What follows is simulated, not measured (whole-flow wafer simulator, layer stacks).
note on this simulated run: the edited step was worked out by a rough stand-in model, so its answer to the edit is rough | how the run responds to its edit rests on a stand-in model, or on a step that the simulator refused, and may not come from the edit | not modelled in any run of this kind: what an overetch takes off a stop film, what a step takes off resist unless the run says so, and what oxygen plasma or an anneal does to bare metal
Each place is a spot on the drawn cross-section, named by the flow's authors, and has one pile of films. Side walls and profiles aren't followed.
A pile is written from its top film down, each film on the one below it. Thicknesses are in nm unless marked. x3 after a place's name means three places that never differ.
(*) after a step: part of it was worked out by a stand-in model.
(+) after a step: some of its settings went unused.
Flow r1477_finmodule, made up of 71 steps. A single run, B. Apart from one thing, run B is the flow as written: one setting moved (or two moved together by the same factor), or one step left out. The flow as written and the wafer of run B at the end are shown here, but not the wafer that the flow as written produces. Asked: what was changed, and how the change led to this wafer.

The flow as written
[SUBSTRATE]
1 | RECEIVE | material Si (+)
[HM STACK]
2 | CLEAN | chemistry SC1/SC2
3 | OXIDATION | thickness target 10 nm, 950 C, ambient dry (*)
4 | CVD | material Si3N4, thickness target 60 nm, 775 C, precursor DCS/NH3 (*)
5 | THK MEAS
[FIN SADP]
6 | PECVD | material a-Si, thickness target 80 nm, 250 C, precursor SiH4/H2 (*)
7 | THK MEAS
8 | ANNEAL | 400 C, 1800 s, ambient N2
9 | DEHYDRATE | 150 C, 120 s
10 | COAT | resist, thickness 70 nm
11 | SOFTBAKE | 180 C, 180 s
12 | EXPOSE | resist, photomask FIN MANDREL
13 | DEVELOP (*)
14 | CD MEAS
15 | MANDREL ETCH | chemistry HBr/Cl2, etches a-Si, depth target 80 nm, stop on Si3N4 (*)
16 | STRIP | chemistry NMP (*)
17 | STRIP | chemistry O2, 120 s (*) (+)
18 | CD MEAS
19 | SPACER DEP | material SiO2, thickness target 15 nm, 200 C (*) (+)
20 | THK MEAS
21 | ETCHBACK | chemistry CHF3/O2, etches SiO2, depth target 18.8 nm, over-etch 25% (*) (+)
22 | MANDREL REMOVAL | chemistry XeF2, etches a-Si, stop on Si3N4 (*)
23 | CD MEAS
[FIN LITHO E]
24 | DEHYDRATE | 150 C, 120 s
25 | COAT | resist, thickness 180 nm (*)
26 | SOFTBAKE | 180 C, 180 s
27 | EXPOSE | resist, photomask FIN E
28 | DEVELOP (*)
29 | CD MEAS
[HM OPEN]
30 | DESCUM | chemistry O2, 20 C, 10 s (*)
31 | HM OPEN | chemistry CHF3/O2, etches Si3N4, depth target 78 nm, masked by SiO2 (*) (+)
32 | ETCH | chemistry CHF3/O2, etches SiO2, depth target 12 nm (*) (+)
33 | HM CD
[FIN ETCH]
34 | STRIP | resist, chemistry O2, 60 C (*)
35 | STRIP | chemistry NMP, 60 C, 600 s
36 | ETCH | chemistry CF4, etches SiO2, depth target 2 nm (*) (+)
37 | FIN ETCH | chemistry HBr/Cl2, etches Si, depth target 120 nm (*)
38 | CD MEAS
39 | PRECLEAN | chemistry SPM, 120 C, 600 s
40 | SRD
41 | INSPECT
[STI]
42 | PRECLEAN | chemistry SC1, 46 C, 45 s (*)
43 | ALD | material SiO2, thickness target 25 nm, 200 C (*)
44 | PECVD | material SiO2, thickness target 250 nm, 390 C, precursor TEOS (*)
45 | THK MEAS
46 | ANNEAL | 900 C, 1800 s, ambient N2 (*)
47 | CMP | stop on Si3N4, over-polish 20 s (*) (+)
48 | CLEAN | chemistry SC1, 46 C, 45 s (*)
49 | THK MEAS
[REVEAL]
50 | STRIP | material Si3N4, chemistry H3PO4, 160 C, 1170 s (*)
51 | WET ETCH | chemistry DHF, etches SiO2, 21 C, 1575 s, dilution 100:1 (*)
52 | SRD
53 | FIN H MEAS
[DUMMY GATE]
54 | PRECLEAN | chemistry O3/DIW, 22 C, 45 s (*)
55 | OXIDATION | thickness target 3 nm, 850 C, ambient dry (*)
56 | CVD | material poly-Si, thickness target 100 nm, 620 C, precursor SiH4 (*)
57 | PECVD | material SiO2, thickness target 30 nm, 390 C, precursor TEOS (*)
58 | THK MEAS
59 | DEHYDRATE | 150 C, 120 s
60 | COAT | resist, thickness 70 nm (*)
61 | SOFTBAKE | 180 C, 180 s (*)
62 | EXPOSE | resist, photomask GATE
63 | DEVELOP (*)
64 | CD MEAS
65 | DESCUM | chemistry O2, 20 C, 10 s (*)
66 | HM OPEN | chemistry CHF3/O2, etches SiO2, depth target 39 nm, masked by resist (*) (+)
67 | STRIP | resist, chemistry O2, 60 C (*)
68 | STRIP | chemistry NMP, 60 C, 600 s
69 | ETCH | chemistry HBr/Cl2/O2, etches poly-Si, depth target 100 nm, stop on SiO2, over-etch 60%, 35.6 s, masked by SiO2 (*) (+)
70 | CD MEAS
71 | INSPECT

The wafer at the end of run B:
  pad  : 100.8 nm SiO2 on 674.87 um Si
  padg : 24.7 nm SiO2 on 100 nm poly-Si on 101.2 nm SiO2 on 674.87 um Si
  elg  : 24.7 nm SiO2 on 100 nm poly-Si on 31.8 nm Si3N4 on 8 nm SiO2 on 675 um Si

The reason: step 3, OXIDATION: thickness target 8 nm was run, whereas the flow has thickness target 10 nm.
One can read it off the wafer: elg has SiO2 8, and step 3 as written asks for 10 nm.

The path from the change to this, step by step:
  3 | OXIDATION | thickness target 10 nm, 950 C, ambient dry (*)
      pad, padg, elg and 33 more: +8 SiO2 (new film), -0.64 chemical SiO2 (all of it), -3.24 Si (it would be, as written: +10 SiO2 (new film), -0.64 chemical SiO2 (all of it), -4.12 Si)
  31 | HM OPEN | chemistry CHF3/O2, etches Si3N4, depth target 78 nm, masked by SiO2 (*) (+)
      s40cg, s45cg, s50cg, s40co, s45co, s50co: -60 Si3N4 (all of it), -8 SiO2 (all of it) (it would be, as written: -60 Si3N4 (all of it), -9 SiO2)
      pad, padg, esg and 13 more: -56.4 Si3N4 (all of it), -8 SiO2 (all of it) (it would be, as written: -56.4 Si3N4 (all of it), -10 SiO2 (all of it))
  32 | ETCH | chemistry CHF3/O2, etches SiO2, depth target 12 nm (*) (+)
      s40cg, s40co: -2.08 Si (it would be, as written: -1 SiO2 (all of it), -2.2 Si)
      s45cg, s45co: -2.12 Si (it would be, as written: -1 SiO2 (all of it), -2.2 Si)
      (as well as at 2 more places)
  47 | CMP | stop on Si3N4, over-polish 20 s (*) (+)
      pad, padg, e40sg and 11 more: -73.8 SiO2 (it would be, as written: -71.8 SiO2)
      eso: -74.4 SiO2 (it would be, as written: -72.4 SiO2)
  51 | WET ETCH | chemistry DHF, etches SiO2, 21 C, 1575 s, dilution 100:1 (*)
      s40sg_line, s45sg_line, s50sg_line, s40so_line, s45so_line, s50so_line: -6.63 SiO2 (all of it) (it would be, as written: -8.63 SiO2 (all of it))
  60 | COAT | resist, thickness 70 nm (*)
      s40sg, s40so: +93 resist (new film) (it would be, as written: +91 resist (new film))
      s45sg, s45so: +92.9 resist (new film) (it would be, as written: +91 resist (new film))
      (as well as at 2 more places)
  63 | DEVELOP (*)
      s40so: -93 resist (all of it) (it would be, as written: -91 resist (all of it))
      s45so: -92.9 resist (all of it) (it would be, as written: -91 resist (all of it))
      (as well as at 1 more place)
  67 | STRIP | resist, chemistry O2, 60 C (*)
      s40sg, s45sg: -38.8 resist (all of it) (it would be, as written: -36.9 resist (all of it))
      s50sg: -38.7 resist (all of it) (it would be, as written: -36.8 resist (all of it))
